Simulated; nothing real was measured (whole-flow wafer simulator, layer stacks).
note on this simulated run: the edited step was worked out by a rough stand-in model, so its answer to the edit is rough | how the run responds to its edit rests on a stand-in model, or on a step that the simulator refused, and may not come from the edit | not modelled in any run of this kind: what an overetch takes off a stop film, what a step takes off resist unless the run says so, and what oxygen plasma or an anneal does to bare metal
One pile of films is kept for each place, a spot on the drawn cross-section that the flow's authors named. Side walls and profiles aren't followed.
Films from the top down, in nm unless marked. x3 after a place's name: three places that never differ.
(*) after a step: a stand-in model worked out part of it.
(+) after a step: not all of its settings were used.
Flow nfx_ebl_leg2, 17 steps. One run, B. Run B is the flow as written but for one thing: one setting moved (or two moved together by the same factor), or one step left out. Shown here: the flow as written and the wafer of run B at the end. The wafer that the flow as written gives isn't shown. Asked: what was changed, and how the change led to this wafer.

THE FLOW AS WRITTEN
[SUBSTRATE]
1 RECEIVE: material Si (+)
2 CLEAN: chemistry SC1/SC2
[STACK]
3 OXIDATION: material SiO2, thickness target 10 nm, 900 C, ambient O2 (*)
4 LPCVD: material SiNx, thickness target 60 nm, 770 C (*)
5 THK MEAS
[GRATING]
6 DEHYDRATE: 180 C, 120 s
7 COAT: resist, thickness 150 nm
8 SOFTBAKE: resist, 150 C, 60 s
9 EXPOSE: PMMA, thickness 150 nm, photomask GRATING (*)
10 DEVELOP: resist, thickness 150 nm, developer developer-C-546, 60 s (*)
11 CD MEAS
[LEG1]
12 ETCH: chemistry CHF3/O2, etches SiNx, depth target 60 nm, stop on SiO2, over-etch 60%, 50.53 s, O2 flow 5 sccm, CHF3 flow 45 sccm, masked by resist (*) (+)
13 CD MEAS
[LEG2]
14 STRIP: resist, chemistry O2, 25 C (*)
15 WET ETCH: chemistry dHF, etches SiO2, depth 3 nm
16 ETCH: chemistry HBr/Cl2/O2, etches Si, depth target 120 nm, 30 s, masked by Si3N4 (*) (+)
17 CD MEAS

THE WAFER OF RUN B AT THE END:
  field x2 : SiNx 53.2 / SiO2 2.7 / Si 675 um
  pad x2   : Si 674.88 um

The cause: step 3, OXIDATION: 720 C was run, where the flow has 900 C.

How the change led to this, step by step:
  3 OXIDATION: material SiO2, thickness target 10 nm, 900 C, ambient O2 (*)
      field x2, pad x2: SiO2 +2.7 (new film), chemical SiO2 -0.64 (all of it), Si -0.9 (as written it would be: SiO2 +10 (new film), chemical SiO2 -0.64 (all of it), Si -4.12)
  12 ETCH: chemistry CHF3/O2, etches SiNx, depth target 60 nm, stop on SiO2, over-etch 60%, 50.53 s, O2 flow 5 sccm, CHF3 flow 45 sccm, masked by resist (*) (+)
      pad x2: SiNx -60 (all of it), SiO2 -2.7 (all of it) (as written it would be: SiNx -60 (all of it), SiO2 -10 (all of it))
